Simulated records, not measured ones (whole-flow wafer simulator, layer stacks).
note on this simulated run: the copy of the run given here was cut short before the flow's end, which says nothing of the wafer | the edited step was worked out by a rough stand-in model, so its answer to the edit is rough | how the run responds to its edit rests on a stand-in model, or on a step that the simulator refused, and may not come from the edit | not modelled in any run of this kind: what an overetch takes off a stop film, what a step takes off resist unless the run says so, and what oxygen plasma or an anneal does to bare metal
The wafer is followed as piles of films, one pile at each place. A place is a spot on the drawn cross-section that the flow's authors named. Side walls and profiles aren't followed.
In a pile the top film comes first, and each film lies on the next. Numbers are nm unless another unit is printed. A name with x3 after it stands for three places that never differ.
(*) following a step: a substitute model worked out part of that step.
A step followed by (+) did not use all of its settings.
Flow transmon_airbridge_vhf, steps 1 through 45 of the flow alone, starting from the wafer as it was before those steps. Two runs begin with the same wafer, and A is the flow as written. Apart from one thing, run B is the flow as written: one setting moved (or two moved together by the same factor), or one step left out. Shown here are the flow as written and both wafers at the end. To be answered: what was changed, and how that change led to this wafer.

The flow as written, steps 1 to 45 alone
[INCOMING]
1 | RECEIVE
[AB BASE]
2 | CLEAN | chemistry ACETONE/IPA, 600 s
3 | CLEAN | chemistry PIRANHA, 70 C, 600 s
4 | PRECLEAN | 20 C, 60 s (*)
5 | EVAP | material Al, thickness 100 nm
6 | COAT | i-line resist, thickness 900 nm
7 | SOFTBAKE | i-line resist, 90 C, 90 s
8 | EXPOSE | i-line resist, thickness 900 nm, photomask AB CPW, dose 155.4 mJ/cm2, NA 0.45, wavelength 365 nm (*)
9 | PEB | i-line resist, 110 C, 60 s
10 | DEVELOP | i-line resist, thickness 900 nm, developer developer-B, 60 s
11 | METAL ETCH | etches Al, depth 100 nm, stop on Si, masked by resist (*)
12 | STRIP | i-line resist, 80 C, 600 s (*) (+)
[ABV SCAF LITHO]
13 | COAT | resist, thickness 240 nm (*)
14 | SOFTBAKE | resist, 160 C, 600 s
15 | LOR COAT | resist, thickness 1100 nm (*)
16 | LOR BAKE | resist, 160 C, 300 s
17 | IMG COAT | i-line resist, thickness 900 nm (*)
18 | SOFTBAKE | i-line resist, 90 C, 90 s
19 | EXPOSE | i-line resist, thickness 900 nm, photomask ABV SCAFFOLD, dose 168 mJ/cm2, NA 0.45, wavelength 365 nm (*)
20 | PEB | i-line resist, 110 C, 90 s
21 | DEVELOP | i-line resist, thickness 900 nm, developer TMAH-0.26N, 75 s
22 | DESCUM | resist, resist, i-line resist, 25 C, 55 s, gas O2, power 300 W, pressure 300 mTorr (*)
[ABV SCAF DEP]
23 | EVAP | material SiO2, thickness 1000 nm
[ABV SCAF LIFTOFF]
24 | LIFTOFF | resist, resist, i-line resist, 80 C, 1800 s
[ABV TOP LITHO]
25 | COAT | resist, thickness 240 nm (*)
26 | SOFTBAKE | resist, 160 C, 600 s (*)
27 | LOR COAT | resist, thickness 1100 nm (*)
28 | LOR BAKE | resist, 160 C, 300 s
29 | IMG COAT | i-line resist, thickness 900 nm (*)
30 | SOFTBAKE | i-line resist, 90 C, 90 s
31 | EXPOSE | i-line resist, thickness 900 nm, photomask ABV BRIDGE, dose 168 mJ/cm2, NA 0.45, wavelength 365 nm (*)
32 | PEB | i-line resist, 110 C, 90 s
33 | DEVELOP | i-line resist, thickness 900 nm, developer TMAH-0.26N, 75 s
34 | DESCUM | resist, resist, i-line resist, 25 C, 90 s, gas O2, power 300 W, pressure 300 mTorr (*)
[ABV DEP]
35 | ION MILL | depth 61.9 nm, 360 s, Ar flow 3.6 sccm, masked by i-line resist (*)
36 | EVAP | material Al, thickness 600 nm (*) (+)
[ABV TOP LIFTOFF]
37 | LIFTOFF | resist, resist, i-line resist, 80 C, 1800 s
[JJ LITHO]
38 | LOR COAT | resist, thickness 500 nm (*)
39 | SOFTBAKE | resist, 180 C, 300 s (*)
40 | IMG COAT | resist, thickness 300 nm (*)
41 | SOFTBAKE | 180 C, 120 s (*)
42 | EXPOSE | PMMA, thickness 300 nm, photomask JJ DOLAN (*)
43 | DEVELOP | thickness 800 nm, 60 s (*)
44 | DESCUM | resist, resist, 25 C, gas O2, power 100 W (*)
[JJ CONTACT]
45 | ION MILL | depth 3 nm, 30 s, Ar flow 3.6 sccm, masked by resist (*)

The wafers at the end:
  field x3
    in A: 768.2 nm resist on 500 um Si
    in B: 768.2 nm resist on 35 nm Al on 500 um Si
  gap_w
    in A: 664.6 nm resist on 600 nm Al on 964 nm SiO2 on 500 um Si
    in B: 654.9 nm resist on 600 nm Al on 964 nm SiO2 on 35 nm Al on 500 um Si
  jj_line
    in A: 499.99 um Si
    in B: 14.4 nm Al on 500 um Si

The reason: step 11, METAL ETCH: depth 65 nm was run, while the flow as written has depth 100 nm.

Step by step, how the change led to this:
  11 | METAL ETCH | etches Al, depth 100 nm, stop on Si, masked by resist (*)
      field x3, jj_line, gap_w, gap_e: A Al loses 100 (all of it) | B Al loses 65
      ground_far, pad_w, flank_w and 8 more: A i-line resist loses 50 | B i-line resist loses 32.5
  12 | STRIP | i-line resist, 80 C, 600 s (*) (+)
      ground_far, pad_w, flank_w and 8 more: A i-line resist loses 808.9 (all of it) | B i-line resist loses 826.4 (all of it)
  13 | COAT | resist, thickness 240 nm (*)
      flank_w, flank_e: A resist gains 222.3 (new film) | B resist gains 228 (new film)
  22 | DESCUM | resist, resist, i-line resist, 25 C, 55 s, gas O2, power 300 W, pressure 300 mTorr (*)
      flank_w, flank_e: A resist loses 222.3 (all of it) | B resist loses 228 (all of it)
  25 | COAT | resist, thickness 240 nm (*)
      flank_w, flank_e: A resist gains 152.6 (new film) | B resist gains 156.3 (new film)
  34 | DESCUM | resist, resist, i-line resist, 25 C, 90 s, gas O2, power 300 W, pressure 300 mTorr (*)
      flank_w, flank_e: A resist loses 152.6 (all of it) | B resist loses 156.3 (all of it)
  40 | IMG COAT | resist, thickness 300 nm (*)
      flank_w, flank_e: A resist gains 212.1 | B resist gains 217.6
  45 | ION MILL | depth 3 nm, 30 s, Ar flow 3.6 sccm, masked by resist (*)
      jj_line: A Si loses 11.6 | B Al loses 20.6
With metal films that touch counted as one body, field x3 has 1 body; the flow as written gives 0 bodies.
With metal films that touch counted as one body, gap_w has 2 bodies (between them, from the top down: SiO2 964); the flow as written gives 1 body.
With metal films that touch counted as one body, jj_line has 1 body; the flow as written gives 0 bodies.
